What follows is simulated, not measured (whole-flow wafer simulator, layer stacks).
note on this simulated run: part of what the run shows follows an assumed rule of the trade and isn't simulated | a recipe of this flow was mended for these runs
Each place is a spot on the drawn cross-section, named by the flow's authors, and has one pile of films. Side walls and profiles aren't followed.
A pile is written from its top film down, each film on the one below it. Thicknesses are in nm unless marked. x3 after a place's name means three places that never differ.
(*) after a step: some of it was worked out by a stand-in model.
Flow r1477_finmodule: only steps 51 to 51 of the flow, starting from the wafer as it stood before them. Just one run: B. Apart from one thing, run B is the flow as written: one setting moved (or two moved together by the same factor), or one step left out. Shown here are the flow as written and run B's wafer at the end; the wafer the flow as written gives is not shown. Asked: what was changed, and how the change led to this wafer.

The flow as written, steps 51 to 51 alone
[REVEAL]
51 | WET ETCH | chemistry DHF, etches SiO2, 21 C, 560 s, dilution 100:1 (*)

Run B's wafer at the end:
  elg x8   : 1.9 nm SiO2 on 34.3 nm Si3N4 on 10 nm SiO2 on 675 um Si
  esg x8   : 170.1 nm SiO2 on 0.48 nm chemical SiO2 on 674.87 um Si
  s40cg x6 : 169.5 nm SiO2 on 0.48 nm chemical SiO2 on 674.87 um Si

The reason: step 51, WET ETCH: 406 s was run, though the flow has 560 s.

Step by step, how the change led to this:
  51 | WET ETCH | chemistry DHF, etches SiO2, 21 C, 560 s, dilution 100:1 (*)
      elg x8: SiO2 loses 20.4 (as written it would have been: SiO2 loses 22.3 (all of it), Si3N4 loses 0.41)
      esg x8, s40cg x6, s40sg x6: SiO2 loses 20.4 (as written it would have been: SiO2 loses 28.1)
      (as well as at 2 more places)
